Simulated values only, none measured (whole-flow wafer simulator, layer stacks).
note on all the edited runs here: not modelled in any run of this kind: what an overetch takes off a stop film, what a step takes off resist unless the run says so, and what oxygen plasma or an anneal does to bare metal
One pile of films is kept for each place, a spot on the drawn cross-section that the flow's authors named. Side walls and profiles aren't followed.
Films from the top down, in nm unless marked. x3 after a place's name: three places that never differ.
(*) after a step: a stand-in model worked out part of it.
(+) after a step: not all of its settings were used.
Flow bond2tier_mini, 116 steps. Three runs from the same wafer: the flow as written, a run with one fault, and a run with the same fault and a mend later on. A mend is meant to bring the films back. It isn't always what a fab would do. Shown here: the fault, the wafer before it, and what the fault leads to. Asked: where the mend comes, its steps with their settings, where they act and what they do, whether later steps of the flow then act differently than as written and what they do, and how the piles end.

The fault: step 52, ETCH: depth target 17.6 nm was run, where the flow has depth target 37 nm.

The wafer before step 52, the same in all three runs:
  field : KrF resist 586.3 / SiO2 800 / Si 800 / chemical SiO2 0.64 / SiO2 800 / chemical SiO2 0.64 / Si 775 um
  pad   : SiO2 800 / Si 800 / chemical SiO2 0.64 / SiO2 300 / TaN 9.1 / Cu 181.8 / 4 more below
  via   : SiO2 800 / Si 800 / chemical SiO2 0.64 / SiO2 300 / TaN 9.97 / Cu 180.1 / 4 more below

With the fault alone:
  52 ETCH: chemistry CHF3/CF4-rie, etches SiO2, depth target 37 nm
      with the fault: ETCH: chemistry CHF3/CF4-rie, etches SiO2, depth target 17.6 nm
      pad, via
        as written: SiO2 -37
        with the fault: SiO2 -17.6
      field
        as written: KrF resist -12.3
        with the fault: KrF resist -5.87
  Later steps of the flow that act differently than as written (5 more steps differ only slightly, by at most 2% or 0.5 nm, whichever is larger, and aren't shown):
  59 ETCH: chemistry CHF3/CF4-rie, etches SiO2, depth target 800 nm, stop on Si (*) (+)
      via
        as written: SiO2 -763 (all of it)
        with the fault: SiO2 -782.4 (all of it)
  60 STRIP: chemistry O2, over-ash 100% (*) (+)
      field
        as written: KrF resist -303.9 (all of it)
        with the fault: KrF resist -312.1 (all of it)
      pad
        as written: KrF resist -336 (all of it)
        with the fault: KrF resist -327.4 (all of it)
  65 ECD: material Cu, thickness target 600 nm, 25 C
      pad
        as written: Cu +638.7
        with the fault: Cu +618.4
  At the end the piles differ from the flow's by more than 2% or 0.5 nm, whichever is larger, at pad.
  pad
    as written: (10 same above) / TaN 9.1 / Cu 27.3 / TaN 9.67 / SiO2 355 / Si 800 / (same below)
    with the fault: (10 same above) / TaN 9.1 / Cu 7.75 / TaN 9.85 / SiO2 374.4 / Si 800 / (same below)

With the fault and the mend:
  The mend comes after step 52.
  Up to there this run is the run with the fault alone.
  52a ETCH: chemistry CHF3/CF4-rie, etches SiO2, depth target 19.4 nm (the flow's step 52 once more, with other settings)
      pad, via
        SiO2 -19.4
      field
        KrF resist -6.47
  No later step of the flow acts differently than as written at any place that is followed.
  At the end the piles are the same as the flow's at every place that both follow.
